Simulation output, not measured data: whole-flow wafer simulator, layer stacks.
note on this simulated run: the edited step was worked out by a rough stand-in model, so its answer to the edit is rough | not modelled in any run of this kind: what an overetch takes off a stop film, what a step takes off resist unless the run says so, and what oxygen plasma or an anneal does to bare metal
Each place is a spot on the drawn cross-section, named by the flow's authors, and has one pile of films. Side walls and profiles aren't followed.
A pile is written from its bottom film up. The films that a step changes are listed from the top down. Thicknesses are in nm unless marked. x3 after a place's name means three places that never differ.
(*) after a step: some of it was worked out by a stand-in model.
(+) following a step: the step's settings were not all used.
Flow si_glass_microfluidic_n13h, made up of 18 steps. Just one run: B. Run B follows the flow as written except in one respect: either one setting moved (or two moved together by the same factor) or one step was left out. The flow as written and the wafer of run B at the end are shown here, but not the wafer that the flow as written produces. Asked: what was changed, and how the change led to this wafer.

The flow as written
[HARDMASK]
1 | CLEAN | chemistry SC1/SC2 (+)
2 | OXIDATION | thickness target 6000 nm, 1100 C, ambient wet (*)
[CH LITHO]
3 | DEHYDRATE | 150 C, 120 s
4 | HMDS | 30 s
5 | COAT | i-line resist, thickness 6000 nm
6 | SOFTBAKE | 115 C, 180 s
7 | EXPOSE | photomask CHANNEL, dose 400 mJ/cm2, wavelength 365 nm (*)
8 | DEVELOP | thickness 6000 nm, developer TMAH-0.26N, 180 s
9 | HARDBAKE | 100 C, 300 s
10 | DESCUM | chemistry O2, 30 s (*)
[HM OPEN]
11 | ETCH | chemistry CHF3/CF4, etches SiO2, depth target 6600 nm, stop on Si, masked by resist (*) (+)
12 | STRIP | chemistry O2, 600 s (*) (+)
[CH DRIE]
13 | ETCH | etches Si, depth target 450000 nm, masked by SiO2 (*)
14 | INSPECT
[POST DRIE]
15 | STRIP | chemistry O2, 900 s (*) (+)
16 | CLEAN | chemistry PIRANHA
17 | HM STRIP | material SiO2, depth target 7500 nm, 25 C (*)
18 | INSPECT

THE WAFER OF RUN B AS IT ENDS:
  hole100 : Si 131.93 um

Cause: step 13, ETCH: depth target 405000 nm was run, while the flow as written has depth target 450000 nm.

Step by step, how the change led to this:
  13 | ETCH | etches Si, depth target 450000 nm, masked by SiO2 (*)
      land: SiO2 loses 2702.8 (in the flow as written it would be: SiO2 loses 3004.3)
      hole100: chemical SiO2 loses 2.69 (all of it), Si loses 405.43 um (in the flow as written it would be: chemical SiO2 loses 2.69 (all of it), Si loses 450.64 um)
  17 | HM STRIP | material SiO2, depth target 7500 nm, 25 C (*)
      land: SiO2 loses 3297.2 (all of it) (in the flow as written it would be: SiO2 loses 2995.7 (all of it))
